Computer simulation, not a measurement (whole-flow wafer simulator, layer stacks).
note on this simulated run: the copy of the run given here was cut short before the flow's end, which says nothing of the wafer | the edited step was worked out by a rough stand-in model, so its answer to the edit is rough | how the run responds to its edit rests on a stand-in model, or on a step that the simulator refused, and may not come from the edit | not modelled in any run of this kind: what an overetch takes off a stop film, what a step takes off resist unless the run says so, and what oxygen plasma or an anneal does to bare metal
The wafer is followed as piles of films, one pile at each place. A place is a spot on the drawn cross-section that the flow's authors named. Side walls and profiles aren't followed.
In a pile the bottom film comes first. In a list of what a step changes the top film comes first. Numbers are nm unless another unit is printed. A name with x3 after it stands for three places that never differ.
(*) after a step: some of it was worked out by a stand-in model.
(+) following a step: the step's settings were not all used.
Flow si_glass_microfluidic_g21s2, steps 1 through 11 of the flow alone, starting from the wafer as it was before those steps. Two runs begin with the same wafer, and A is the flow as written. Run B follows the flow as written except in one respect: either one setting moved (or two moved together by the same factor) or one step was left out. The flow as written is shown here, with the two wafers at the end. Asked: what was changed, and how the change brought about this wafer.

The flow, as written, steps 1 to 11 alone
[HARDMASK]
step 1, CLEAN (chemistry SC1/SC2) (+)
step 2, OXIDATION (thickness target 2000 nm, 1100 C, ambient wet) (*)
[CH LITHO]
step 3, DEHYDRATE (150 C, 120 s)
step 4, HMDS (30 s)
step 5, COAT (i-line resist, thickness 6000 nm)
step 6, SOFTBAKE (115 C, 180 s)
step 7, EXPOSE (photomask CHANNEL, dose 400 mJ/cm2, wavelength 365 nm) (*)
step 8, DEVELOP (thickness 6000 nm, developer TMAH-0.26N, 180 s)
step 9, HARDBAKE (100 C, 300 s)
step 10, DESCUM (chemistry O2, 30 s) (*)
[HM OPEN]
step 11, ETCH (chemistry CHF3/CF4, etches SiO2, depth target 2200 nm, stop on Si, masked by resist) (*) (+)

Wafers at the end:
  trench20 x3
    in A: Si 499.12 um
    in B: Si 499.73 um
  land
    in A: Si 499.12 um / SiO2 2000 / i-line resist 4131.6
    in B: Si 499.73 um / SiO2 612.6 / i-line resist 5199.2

What caused this: step 2, OXIDATION: 880 C was run, though the flow has 1100 C.

Step by step, how the change led to this:
  step 2, OXIDATION (thickness target 2000 nm, 1100 C, ambient wet) (*)
      land, trench20 x3: A SiO2 gains 2000 (new film), chemical SiO2 loses 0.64 (all of it), Si loses 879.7 | B SiO2 gains 612.6 (new film), chemical SiO2 loses 0.64 (all of it), Si loses 269.2
  step 11, ETCH (chemistry CHF3/CF4, etches SiO2, depth target 2200 nm, stop on Si, masked by resist) (*) (+)
      trench20 x3: A SiO2 loses 2000 (all of it) | B SiO2 loses 612.6 (all of it)
      land: A i-line resist loses 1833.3 | B i-line resist loses 765.7
